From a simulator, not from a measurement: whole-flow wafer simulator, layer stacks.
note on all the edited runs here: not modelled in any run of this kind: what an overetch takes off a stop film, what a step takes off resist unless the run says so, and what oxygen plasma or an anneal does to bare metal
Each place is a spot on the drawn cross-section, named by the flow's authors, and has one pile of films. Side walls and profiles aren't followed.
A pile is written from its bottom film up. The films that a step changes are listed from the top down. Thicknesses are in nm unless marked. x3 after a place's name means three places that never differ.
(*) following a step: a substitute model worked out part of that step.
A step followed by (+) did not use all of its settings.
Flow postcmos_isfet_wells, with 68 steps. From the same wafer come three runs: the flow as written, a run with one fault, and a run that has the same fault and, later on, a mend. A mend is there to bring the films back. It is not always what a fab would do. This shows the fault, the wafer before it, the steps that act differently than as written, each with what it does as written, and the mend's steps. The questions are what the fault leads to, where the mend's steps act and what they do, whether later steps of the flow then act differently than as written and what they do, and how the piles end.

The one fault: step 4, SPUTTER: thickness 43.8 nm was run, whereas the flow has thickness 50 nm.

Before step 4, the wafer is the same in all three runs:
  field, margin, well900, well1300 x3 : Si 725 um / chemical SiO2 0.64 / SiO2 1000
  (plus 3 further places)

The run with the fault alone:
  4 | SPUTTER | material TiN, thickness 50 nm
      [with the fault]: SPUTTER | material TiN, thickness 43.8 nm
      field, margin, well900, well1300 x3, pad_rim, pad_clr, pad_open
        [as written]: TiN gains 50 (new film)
        [with the fault]: TiN gains 43.8 (new film)
  Later steps of the flow acting differently than as written:
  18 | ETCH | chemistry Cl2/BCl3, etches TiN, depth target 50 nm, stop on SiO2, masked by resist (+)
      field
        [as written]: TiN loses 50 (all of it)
        [with the fault]: TiN loses 43.8 (all of it)
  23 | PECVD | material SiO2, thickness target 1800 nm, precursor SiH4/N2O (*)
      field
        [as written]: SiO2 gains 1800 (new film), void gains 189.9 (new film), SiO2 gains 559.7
        [with the fault]: SiO2 gains 1800 (new film), void gains 185.2 (new film), SiO2 gains 558.2
  The piles end different from the flow's at field, margin, well900, well1300 x3, pad_rim, pad_clr, pad_open by more than 2% or 0.5 nm, whichever is larger.
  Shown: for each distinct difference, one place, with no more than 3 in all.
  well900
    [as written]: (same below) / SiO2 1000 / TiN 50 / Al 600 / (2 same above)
    [with the fault]: (same below) / SiO2 1000 / TiN 43.8 / Al 600 / (2 same above)
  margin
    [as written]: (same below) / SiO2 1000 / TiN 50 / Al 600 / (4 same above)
    [with the fault]: (same below) / SiO2 1000 / TiN 43.8 / Al 600 / (4 same above)
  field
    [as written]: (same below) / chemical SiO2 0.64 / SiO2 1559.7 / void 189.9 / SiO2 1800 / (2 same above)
    [with the fault]: (same below) / chemical SiO2 0.64 / SiO2 1558.2 / void 185.2 / SiO2 1800 / (2 same above)

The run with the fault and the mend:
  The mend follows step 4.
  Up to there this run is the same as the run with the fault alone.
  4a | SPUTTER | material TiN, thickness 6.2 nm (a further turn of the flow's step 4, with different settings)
      field, margin, well900, well1300 x3, pad_rim, pad_clr, pad_open
        TiN gains 6.2
  Later steps of the flow that are run all act as written at every place that is followed.
  The piles end the same as the flow's at every place that both follow.
